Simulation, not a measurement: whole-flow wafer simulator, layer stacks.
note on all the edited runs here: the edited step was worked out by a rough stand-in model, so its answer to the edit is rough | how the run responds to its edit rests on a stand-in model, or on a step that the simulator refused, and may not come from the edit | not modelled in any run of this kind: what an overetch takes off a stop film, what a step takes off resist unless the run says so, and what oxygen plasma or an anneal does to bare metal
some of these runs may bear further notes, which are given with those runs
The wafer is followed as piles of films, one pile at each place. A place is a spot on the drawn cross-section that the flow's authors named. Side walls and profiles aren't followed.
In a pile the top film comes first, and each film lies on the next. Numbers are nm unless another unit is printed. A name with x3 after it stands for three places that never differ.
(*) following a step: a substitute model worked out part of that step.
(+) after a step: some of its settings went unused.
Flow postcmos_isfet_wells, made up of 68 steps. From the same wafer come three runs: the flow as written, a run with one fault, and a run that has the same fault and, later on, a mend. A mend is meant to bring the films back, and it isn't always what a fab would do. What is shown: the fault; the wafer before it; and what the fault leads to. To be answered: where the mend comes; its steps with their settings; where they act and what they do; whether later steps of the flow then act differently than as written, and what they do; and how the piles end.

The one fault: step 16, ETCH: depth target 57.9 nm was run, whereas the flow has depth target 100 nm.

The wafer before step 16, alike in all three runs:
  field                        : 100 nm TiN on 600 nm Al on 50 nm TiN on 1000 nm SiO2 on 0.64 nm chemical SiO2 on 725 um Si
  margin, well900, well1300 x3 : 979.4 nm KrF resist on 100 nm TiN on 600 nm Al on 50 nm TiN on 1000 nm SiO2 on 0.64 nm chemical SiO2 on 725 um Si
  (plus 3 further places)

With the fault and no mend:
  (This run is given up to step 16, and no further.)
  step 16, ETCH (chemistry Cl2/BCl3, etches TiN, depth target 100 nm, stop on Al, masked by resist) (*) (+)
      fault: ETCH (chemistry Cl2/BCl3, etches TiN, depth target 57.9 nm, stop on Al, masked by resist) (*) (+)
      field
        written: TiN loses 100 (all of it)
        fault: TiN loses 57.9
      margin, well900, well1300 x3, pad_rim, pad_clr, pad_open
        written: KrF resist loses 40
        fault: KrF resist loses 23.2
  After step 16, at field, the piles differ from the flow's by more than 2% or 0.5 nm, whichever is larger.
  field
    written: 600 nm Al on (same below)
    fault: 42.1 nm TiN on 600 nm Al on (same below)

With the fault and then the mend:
  The mend follows step 16.
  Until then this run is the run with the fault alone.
  step 16a, ETCH (chemistry Cl2/BCl3, etches TiN, depth target 42.1 nm, stop on Al, masked by resist) (the flow's step 16 again, with other settings)
      margin, well900, well1300 x3, pad_rim, pad_clr, pad_open
        KrF resist loses 16.8
      field
        TiN loses 42.1 (all of it)
  None of the later steps of the flow acts differently than as written at any place that is followed.
  By the end, the piles equal the flow's at every place that both follow.
